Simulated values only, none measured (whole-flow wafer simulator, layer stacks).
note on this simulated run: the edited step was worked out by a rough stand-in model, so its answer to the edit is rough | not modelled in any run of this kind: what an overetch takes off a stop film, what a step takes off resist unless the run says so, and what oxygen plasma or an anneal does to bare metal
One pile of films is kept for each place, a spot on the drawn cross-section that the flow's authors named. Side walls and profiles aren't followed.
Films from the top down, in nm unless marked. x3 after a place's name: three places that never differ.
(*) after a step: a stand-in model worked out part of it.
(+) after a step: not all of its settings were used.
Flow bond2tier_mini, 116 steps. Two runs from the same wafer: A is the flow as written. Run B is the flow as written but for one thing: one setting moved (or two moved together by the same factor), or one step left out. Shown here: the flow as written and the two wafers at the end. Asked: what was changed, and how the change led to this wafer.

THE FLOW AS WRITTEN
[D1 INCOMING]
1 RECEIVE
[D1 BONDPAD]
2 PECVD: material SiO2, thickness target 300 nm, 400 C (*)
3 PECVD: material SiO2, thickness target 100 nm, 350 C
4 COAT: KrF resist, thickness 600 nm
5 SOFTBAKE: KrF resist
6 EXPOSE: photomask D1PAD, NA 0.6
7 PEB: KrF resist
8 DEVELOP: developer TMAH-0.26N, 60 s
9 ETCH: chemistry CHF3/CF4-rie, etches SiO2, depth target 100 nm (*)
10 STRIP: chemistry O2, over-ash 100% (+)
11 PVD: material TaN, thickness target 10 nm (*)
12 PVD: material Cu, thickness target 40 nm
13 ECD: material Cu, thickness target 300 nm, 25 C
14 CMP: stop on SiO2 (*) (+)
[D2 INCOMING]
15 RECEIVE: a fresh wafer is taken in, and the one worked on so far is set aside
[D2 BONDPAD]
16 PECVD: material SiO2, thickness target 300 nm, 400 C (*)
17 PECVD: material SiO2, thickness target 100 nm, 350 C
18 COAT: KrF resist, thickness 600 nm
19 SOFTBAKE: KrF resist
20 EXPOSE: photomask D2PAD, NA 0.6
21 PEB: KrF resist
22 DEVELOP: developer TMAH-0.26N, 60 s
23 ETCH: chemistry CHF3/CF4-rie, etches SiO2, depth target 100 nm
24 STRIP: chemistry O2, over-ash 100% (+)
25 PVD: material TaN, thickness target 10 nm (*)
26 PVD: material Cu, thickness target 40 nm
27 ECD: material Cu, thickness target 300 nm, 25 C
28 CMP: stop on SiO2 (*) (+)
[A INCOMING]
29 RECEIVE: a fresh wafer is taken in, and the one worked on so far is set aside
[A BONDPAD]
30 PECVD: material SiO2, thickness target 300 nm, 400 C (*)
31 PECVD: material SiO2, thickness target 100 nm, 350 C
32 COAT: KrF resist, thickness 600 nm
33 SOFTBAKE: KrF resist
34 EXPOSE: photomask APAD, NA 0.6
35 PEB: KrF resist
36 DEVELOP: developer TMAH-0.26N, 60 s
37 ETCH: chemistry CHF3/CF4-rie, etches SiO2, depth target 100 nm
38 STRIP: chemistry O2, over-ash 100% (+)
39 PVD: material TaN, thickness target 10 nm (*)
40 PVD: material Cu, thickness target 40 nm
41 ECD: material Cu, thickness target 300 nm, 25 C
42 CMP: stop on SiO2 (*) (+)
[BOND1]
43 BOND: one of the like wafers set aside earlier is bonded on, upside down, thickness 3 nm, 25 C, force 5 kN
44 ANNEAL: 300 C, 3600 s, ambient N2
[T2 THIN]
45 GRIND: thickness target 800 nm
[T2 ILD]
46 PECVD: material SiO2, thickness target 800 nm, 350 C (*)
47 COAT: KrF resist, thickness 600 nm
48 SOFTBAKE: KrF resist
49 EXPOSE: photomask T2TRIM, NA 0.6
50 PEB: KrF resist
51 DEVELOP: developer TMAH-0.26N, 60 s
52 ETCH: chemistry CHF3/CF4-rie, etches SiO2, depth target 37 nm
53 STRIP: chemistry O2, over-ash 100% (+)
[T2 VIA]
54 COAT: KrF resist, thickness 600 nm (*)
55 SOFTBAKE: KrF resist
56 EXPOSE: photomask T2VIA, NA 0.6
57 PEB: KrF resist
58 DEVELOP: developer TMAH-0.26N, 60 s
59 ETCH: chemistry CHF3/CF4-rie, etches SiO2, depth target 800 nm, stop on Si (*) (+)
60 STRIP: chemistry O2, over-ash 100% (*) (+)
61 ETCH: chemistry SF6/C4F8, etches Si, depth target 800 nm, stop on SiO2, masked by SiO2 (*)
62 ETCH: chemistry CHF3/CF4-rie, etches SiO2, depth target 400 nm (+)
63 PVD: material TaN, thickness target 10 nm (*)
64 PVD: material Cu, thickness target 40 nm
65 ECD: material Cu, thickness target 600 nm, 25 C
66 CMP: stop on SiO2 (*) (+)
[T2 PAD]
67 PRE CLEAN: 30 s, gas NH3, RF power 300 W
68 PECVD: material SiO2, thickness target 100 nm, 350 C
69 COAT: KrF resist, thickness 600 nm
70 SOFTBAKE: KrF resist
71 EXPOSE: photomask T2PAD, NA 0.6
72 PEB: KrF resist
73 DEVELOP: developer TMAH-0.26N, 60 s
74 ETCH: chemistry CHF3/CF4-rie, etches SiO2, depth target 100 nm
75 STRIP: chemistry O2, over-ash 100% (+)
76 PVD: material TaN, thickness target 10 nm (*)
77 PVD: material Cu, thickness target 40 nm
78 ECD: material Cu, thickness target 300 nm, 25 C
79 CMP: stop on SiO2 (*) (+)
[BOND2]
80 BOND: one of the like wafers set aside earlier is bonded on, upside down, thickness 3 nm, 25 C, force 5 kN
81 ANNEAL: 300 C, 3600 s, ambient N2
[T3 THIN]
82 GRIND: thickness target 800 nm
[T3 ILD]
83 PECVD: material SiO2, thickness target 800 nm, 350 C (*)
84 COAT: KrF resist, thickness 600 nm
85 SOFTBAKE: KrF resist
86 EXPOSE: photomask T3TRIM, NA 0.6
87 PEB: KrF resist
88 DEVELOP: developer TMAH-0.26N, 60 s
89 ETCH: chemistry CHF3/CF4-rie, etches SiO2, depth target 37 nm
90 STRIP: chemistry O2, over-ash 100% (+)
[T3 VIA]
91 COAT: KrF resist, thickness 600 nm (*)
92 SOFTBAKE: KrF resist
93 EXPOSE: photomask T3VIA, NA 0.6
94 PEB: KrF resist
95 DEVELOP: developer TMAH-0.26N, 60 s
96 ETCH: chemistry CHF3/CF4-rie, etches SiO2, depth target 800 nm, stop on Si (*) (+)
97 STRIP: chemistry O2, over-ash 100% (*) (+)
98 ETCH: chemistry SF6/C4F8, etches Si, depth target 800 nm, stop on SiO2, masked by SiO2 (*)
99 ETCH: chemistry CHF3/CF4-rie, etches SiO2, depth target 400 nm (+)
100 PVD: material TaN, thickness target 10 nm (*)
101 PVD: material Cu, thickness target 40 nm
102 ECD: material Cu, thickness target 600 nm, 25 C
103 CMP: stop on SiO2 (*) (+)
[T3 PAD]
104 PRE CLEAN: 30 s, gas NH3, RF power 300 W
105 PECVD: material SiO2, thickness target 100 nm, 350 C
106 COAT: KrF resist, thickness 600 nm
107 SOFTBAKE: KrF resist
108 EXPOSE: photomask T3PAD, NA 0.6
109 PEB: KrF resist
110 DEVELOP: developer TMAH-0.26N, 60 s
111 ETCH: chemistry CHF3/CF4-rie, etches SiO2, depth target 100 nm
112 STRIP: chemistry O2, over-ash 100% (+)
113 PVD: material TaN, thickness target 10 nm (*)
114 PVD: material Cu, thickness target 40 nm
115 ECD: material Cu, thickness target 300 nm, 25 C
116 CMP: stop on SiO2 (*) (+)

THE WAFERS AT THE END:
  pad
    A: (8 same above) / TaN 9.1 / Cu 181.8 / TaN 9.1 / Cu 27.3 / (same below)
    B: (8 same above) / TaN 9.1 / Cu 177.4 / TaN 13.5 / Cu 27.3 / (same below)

The cause: step 76, PVD: thickness target 14.8 nm was run, where the flow has thickness target 10 nm.

How the change led to this, step by step:
  76 PVD: material TaN, thickness target 10 nm (*)
      field: A TaN +10 (new film) | B TaN +14.8 (new film)
      pad: A TaN +9.1 (new film) | B TaN +13.5 (new film)
  79 CMP: stop on SiO2 (*) (+)
      field: A Cu -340 (all of it), TaN -10 (all of it) | B Cu -340 (all of it), TaN -14.8 (all of it)
